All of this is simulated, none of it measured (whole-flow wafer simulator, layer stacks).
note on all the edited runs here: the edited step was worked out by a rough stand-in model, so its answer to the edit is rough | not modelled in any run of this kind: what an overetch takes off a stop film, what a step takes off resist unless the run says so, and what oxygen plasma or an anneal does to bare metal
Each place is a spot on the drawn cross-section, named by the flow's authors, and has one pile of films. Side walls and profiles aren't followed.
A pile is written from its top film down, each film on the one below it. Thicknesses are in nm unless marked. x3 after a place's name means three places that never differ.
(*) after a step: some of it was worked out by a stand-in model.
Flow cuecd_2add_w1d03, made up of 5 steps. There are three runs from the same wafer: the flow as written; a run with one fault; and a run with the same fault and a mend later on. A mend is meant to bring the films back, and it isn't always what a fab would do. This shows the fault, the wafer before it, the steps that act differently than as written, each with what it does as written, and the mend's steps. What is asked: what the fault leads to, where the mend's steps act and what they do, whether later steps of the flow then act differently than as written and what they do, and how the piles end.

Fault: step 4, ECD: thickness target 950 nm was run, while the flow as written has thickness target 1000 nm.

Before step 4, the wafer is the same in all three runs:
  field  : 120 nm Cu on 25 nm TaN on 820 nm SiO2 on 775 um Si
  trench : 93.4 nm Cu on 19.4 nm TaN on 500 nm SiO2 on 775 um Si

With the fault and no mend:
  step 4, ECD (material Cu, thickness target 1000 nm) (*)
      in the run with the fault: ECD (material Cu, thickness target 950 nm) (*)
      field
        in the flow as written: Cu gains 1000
        in the run with the fault: Cu gains 950
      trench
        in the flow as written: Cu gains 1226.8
        in the run with the fault: Cu gains 1169.7
  Later steps of the flow that are run all act as written at every place that is followed.
  By the end, the piles at field, trench depart from the flow's by more than 2% or 0.5 nm, whichever is larger.
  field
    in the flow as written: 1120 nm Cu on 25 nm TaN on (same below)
    in the run with the fault: 1070 nm Cu on 25 nm TaN on (same below)
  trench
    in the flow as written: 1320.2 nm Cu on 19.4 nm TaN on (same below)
    in the run with the fault: 1263.1 nm Cu on 19.4 nm TaN on (same below)

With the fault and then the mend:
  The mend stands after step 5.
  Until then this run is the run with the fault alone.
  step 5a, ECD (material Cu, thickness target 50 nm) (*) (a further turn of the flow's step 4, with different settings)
      field, trench
        Cu gains 50
  Later steps of the flow that are run all act as written at every place that is followed.
  The piles end only slightly different from the flow's at the places that both follow, by no more than 2% or 0.5 nm, whichever is larger.
